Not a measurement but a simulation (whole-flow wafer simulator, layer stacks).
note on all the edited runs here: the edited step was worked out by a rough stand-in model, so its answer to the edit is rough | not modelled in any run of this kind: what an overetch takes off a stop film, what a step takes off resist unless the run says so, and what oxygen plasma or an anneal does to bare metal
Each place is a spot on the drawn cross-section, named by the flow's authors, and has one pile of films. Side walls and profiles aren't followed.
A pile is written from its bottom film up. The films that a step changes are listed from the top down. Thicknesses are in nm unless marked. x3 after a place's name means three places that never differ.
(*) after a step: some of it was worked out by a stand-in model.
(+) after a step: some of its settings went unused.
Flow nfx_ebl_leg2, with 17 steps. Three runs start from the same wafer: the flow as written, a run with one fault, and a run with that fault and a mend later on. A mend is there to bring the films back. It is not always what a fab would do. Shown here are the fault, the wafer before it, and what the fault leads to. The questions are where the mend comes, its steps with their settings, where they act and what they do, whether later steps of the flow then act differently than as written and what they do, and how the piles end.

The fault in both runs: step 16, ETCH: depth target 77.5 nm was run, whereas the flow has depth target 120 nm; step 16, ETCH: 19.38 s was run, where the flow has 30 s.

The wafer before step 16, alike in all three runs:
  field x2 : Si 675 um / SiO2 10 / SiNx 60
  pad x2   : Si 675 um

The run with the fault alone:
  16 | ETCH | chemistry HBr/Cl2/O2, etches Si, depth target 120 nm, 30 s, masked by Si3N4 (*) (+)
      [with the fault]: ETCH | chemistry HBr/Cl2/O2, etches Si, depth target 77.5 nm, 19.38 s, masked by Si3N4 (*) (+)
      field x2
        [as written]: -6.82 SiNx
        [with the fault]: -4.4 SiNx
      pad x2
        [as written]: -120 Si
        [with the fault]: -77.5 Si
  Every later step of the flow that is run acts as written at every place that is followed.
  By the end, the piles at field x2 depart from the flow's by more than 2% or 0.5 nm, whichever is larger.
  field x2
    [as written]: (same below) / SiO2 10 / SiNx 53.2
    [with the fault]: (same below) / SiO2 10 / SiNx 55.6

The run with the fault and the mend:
  After step 17 comes the mend.
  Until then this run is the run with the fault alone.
  17a | ETCH | chemistry HBr/Cl2/O2, etches Si, depth target 42.5 nm, 10.62 s, masked by Si3N4 (*) (+) (the flow's step 16 again, with other settings)
      field x2
        -2.41 SiNx
      pad x2
        -42.5 Si
  Every later step of the flow that is run acts as written at every place that is followed.
  By the end, the piles equal the flow's at every place that both follow.
